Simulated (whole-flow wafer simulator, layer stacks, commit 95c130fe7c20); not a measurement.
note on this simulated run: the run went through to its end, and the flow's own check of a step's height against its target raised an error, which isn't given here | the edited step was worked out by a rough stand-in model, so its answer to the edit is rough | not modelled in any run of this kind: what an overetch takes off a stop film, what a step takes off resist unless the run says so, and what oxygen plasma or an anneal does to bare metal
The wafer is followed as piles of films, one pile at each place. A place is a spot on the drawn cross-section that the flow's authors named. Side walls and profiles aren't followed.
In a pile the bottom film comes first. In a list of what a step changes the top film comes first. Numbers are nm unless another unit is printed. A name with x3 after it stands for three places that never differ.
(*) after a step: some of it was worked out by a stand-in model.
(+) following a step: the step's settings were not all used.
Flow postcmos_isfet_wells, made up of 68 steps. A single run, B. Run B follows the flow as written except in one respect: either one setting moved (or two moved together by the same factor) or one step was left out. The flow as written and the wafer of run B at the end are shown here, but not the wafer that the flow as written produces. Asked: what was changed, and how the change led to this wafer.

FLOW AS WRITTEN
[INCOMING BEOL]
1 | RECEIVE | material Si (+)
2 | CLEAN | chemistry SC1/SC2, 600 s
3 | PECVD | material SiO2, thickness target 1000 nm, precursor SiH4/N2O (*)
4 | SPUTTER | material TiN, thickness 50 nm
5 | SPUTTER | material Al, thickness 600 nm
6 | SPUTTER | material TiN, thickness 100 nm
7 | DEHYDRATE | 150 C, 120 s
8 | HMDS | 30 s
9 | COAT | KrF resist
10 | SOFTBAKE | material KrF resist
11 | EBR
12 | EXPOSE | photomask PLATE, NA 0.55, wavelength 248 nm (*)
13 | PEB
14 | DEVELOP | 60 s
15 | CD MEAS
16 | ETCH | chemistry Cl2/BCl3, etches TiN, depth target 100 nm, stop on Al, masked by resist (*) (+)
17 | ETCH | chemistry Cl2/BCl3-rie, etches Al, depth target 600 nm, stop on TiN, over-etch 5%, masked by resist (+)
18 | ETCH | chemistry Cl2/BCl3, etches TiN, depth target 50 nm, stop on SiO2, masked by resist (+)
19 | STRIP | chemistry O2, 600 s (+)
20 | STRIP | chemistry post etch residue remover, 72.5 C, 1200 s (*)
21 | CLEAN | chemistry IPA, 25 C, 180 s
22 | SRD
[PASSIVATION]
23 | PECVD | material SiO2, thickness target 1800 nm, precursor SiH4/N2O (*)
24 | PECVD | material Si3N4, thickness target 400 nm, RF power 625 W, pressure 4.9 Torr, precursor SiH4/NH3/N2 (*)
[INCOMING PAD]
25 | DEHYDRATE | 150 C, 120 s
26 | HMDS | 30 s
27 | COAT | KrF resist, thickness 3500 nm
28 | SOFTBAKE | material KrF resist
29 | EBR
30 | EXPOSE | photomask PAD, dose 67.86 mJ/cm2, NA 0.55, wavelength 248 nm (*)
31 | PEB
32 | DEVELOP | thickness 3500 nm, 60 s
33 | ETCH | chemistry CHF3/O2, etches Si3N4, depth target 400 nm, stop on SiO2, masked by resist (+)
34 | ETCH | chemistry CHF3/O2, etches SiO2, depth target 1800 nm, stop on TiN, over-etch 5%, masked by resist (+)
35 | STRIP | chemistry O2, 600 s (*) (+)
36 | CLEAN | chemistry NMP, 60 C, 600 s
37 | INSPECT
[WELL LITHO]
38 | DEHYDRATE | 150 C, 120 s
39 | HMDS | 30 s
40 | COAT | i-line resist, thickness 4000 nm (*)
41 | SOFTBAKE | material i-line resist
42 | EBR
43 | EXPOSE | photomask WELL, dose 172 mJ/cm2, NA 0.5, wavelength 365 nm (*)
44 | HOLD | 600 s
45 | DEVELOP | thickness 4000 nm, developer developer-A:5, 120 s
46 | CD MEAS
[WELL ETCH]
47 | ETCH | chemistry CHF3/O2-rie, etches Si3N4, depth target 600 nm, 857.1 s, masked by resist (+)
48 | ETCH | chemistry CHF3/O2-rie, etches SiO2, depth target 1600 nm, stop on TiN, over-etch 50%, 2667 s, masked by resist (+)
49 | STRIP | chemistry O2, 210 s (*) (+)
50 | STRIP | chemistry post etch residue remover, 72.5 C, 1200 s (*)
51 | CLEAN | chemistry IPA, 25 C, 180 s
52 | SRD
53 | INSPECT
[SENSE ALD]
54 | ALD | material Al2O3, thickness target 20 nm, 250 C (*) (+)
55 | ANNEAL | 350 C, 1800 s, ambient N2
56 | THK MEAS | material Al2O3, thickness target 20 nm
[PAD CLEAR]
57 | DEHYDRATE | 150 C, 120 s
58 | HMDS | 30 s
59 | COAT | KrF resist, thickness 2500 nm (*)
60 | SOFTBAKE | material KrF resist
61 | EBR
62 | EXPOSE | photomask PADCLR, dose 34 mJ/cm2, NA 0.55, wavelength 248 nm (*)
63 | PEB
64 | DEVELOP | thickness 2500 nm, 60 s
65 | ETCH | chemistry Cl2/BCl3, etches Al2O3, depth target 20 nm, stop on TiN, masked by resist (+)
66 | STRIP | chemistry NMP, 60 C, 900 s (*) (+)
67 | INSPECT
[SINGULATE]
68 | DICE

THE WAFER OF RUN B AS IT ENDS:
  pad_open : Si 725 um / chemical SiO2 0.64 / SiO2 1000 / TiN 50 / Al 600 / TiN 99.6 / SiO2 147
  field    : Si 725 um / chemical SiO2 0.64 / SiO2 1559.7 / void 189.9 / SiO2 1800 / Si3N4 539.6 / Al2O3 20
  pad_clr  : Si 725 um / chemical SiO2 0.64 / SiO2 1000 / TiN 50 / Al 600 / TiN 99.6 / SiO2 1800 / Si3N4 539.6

The reason: step 24, PECVD: thickness target 540 nm was run, while the flow as written has thickness target 400 nm.

The path from the change to this, step by step:
  24 | PECVD | material Si3N4, thickness target 400 nm, RF power 625 W, pressure 4.9 Torr, precursor SiH4/NH3/N2 (*)
      field, margin, well900, well1300 x3, pad_rim, pad_clr, pad_open: +540 Si3N4 (new film) (as written it would have been: +400 Si3N4 (new film))
  33 | ETCH | chemistry CHF3/O2, etches Si3N4, depth target 400 nm, stop on SiO2, masked by resist (+)
      pad_open: -400 Si3N4 (as written it would have been: -400 Si3N4 (all of it))
  34 | ETCH | chemistry CHF3/O2, etches SiO2, depth target 1800 nm, stop on TiN, over-etch 5%, masked by resist (+)
      pad_open: -140 Si3N4 (all of it), -1653 SiO2 (as written it would have been: -1800 SiO2 (all of it))
  47 | ETCH | chemistry CHF3/O2-rie, etches Si3N4, depth target 600 nm, 857.1 s, masked by resist (+)
      well900, well1300 x3: -540 Si3N4 (all of it), -60 SiO2 (as written it would have been: -400 Si3N4 (all of it), -200 SiO2)
  48 | ETCH | chemistry CHF3/O2-rie, etches SiO2, depth target 1600 nm, stop on TiN, over-etch 50%, 2667 s, masked by resist (+)
      well900, well1300 x3: -1740 SiO2 (all of it) (as written it would have been: -1600 SiO2 (all of it))
  59 | COAT | KrF resist, thickness 2500 nm (*)
      field: +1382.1 KrF resist (new film) (as written it would have been: +1449 KrF resist (new film))
      margin: +1382 KrF resist (new film) (as written it would have been: +1448.9 KrF resist (new film))
  66 | STRIP | chemistry NMP, 60 C, 900 s (*) (+)
      field, margin: -1333.7 KrF resist (all of it) (as written it would have been: -1400.1 KrF resist (all of it))
